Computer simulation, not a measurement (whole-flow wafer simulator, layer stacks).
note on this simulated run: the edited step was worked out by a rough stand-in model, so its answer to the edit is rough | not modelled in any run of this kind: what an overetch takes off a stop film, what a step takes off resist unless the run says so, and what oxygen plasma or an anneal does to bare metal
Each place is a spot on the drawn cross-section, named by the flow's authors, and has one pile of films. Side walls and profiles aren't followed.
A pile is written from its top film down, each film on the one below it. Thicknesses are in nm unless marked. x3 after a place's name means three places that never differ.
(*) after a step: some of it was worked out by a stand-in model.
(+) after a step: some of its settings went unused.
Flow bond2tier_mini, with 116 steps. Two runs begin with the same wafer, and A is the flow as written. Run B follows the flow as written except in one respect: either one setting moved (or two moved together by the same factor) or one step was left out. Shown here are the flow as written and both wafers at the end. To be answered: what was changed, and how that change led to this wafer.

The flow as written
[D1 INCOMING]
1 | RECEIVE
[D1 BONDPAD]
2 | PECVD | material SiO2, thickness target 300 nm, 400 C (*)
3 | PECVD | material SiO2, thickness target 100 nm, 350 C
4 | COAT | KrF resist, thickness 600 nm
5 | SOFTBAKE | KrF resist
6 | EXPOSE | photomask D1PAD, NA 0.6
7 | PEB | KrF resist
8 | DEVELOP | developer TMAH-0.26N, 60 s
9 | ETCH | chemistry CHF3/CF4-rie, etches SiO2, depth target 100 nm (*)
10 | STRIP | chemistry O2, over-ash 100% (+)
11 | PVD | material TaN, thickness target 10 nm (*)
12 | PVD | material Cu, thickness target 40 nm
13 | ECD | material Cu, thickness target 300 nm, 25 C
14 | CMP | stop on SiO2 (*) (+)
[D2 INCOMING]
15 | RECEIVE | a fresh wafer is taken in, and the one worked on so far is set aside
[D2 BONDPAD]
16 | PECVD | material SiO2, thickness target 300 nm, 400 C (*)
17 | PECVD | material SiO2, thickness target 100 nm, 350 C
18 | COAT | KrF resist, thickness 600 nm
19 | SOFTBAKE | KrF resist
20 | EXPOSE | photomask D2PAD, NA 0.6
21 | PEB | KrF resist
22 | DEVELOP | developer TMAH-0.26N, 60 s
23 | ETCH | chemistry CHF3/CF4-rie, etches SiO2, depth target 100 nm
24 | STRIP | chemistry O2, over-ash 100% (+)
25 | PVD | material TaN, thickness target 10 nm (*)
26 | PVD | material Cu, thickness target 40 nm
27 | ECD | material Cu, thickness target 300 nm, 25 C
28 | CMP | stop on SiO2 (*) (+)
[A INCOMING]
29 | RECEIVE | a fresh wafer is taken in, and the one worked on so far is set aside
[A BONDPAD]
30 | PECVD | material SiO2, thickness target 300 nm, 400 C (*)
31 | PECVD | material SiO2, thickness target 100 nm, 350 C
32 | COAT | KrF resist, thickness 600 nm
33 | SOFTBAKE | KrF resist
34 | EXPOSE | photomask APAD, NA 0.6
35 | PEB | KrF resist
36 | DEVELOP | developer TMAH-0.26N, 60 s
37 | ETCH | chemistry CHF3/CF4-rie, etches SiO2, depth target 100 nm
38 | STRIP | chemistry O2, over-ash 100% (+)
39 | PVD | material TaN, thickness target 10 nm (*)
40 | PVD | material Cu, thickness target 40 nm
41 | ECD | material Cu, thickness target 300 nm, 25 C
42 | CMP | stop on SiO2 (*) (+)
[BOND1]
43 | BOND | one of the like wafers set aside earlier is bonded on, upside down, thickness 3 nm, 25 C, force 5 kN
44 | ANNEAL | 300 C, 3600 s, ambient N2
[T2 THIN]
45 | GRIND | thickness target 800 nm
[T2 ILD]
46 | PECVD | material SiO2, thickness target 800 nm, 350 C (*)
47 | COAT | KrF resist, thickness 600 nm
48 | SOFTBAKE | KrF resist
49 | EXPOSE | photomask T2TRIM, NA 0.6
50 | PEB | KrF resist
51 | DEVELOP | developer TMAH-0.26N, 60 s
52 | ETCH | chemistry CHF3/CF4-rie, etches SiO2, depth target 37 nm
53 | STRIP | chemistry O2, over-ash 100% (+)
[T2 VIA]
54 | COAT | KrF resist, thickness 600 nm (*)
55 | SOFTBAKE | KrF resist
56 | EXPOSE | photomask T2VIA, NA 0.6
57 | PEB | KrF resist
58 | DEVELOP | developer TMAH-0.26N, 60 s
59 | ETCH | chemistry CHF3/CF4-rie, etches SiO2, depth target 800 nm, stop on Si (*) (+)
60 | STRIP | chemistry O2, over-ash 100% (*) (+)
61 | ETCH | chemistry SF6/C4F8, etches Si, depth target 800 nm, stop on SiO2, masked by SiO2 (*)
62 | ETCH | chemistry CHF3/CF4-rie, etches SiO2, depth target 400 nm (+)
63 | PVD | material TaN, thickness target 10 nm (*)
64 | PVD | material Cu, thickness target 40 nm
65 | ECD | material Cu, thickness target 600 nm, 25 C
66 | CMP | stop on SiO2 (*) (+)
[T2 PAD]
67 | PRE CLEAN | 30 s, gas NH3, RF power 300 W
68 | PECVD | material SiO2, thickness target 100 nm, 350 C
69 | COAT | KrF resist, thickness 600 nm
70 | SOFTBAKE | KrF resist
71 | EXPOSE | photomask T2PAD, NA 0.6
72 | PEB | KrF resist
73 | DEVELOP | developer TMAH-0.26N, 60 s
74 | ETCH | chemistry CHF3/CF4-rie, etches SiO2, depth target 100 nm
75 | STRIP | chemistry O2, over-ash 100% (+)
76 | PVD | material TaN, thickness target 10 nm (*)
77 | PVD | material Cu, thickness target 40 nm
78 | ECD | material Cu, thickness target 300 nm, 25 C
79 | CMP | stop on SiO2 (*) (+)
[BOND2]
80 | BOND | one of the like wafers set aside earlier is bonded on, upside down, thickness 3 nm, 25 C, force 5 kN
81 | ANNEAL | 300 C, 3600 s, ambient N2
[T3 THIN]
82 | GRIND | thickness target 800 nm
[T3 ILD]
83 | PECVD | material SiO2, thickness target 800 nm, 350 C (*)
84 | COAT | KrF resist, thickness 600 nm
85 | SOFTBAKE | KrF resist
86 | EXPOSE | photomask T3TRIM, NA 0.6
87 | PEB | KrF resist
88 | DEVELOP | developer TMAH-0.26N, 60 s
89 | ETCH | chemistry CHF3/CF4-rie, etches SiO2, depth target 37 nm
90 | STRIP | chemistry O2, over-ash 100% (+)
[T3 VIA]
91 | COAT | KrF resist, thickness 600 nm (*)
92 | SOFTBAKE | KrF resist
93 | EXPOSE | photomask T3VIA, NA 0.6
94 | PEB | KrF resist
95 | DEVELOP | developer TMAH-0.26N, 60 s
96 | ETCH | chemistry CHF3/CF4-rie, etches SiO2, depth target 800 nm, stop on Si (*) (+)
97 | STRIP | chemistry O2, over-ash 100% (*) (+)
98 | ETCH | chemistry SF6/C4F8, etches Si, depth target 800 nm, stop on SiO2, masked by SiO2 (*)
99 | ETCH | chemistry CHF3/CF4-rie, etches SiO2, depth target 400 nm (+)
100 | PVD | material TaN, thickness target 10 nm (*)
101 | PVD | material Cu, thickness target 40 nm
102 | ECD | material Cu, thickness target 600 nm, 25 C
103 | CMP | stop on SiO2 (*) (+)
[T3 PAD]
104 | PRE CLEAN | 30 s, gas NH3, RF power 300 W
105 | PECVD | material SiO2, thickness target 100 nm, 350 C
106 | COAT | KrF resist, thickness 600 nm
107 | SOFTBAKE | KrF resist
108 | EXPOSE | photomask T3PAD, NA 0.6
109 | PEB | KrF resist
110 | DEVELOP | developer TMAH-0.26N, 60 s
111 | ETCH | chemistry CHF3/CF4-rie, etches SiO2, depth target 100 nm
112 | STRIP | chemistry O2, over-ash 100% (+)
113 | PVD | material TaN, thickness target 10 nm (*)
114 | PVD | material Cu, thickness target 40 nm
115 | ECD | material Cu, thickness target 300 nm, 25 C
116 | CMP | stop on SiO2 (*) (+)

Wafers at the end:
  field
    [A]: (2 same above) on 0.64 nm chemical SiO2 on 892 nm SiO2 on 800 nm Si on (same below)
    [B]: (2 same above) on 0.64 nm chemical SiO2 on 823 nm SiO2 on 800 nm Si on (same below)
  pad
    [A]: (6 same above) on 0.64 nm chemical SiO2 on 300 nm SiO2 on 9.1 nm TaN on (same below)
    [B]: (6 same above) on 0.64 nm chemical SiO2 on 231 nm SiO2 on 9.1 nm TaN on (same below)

The reason: step 16, PECVD: thickness target 231 nm was run, though the flow has thickness target 300 nm.
The wafer lets one read it off: pad has SiO2 231, and step 16 as written asks for 300 nm.

How this came from the change, step by step:
  16 | PECVD | material SiO2, thickness target 300 nm, 400 C (*)
      field, pad, via: A SiO2 gains 300 (new film) | B SiO2 gains 231 (new film)
  80 | BOND | one of the like wafers set aside earlier is bonded on, upside down, thickness 3 nm, 25 C, force 5 kN
      field: A Si gains 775 um (new film), chemical SiO2 gains 0.64 (new film), SiO2 gains 400 | B Si gains 775 um (new film), chemical SiO2 gains 0.64 (new film), SiO2 gains 331
      pad: A Si gains 775 um (new film), chemical SiO2 gains 0.64 (new film), SiO2 gains 300 (new film), TaN gains 9.1 (new film), Cu gains 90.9 | B Si gains 775 um (new film), chemical SiO2 gains 0.64 (new film), SiO2 gains 231 (new film), TaN gains 9.1 (new film), Cu gains 90.9
